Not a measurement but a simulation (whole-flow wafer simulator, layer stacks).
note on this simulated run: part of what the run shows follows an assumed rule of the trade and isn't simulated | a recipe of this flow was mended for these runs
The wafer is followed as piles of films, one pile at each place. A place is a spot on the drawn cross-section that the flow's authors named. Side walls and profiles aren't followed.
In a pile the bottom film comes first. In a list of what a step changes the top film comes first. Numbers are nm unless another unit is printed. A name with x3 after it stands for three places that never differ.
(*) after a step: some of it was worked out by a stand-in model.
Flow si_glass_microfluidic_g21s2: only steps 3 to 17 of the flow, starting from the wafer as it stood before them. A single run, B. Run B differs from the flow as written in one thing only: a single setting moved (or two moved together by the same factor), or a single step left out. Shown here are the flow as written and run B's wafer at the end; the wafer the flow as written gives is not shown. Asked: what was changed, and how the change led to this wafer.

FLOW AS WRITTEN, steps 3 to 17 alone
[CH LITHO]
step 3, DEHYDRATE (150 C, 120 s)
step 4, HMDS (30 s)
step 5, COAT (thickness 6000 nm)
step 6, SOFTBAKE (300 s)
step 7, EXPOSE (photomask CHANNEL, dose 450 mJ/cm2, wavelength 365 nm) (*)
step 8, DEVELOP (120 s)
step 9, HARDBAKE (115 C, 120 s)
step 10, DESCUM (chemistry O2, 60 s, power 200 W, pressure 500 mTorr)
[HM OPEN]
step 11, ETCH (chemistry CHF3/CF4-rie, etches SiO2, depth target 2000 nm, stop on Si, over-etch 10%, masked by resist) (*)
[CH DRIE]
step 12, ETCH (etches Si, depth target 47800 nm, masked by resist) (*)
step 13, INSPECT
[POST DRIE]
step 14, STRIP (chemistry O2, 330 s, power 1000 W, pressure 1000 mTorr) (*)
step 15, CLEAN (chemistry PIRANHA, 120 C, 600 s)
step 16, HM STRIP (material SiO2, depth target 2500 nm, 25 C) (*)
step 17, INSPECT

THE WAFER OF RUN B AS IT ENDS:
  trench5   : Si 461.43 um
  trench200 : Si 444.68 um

The reason: step 5, COAT: thickness 7800 nm was run, whereas the flow has thickness 6000 nm.

The path from the change to this, step by step:
  step 5, COAT (thickness 6000 nm)
      land, trench20, trench5, trench200: +7800 thick-i-line-resist (new film) (as written it would have been: +6000 thick-i-line-resist (new film))
  step 8, DEVELOP (120 s)
      trench20, trench5, trench200: -7800 thick-i-line-resist (all of it) (as written it would have been: -6000 thick-i-line-resist (all of it))
  step 9, HARDBAKE (115 C, 120 s)
      land: -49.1 thick-i-line-resist (as written it would have been: -33.5 thick-i-line-resist)
  step 12, ETCH (etches Si, depth target 47800 nm, masked by resist) (*)
      trench5: -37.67 um Si (as written it would have been: -38.09 um Si)
      trench200: -54.42 um Si (as written it would have been: -54.08 um Si)
  step 14, STRIP (chemistry O2, 330 s, power 1000 W, pressure 1000 mTorr) (*)
      land: -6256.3 thick-i-line-resist (all of it) (as written it would have been: -4476.3 thick-i-line-resist (all of it))
